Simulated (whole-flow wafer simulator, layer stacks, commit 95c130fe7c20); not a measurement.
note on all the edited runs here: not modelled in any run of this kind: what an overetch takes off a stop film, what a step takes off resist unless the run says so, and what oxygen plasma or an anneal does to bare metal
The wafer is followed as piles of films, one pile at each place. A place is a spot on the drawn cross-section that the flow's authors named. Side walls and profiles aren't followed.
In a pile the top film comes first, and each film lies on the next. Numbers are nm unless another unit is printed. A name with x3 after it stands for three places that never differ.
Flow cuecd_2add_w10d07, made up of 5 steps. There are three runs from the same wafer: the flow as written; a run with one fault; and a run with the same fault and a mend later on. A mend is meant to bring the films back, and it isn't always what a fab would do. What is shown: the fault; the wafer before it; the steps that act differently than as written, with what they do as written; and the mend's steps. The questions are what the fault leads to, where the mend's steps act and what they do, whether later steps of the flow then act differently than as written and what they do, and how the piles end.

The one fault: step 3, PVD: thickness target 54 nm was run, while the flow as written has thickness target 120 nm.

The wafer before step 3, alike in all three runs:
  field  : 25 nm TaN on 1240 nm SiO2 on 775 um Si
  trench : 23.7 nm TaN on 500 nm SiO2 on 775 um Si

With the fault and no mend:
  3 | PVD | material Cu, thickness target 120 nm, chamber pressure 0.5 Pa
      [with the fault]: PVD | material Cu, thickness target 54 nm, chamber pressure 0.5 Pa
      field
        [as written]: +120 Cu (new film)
        [with the fault]: +54 Cu (new film)
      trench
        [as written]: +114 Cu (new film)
        [with the fault]: +51.2 Cu (new film)
  Every later step of the flow that is run acts as written at every place that is followed.
  At field, trench, the piles at the end differ from the flow's by more than 2% or 0.5 nm, whichever is larger.
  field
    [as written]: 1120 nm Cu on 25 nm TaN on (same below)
    [with the fault]: 1054 nm Cu on 25 nm TaN on (same below)
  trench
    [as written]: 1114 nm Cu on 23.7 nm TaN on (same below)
    [with the fault]: 1051.2 nm Cu on 23.7 nm TaN on (same below)

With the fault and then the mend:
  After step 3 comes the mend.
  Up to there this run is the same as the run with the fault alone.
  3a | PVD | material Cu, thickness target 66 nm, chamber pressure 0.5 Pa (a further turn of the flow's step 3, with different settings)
      field
        +66 Cu
      trench
        +62.6 Cu
  Every later step of the flow that is run acts as written at every place that is followed.
  At the end the piles are close to the flow's at the places that both follow, differing by at most 2% or 0.5 nm, whichever is larger.
